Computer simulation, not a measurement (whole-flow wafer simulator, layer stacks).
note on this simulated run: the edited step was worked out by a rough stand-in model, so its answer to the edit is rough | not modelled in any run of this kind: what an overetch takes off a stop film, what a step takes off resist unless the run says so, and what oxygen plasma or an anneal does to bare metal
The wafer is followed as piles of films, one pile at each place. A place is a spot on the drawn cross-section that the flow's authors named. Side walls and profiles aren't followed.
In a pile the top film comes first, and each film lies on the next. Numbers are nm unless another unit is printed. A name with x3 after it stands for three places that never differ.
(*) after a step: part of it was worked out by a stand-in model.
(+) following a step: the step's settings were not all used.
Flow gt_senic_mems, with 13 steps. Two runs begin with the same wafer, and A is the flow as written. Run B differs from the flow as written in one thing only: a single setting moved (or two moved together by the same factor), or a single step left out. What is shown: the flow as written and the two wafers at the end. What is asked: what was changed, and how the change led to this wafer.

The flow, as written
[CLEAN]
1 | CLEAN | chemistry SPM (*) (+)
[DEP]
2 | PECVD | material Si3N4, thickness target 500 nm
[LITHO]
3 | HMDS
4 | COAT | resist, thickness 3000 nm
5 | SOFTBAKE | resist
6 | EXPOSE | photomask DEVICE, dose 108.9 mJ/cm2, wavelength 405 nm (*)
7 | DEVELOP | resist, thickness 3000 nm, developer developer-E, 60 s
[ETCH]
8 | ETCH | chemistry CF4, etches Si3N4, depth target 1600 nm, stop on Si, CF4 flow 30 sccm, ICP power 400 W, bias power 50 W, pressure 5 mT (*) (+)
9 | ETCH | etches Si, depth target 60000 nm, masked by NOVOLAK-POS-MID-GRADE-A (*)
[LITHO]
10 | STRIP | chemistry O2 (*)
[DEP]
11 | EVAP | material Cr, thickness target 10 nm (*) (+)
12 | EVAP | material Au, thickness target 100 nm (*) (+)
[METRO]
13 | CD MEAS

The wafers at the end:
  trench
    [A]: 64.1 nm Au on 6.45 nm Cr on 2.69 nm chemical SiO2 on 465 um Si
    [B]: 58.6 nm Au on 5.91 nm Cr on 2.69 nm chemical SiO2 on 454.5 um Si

Cause: step 9, ETCH: depth target 70500 nm was run, while the flow as written has depth target 60000 nm.

The path from the change to this, step by step:
  9 | ETCH | etches Si, depth target 60000 nm, masked by NOVOLAK-POS-MID-GRADE-A (*)
      field: A -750 resist | B -881.2 resist
      trench: A -60 um Si | B -70.5 um Si
  10 | STRIP | chemistry O2 (*)
      field: A -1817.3 resist (all of it) | B -1686.1 resist (all of it)
  11 | EVAP | material Cr, thickness target 10 nm (*) (+)
      trench: A +6.45 Cr (new film) | B +5.91 Cr (new film)
  12 | EVAP | material Au, thickness target 100 nm (*) (+)
      trench: A +64.1 Au (new film) | B +58.6 Au (new film)
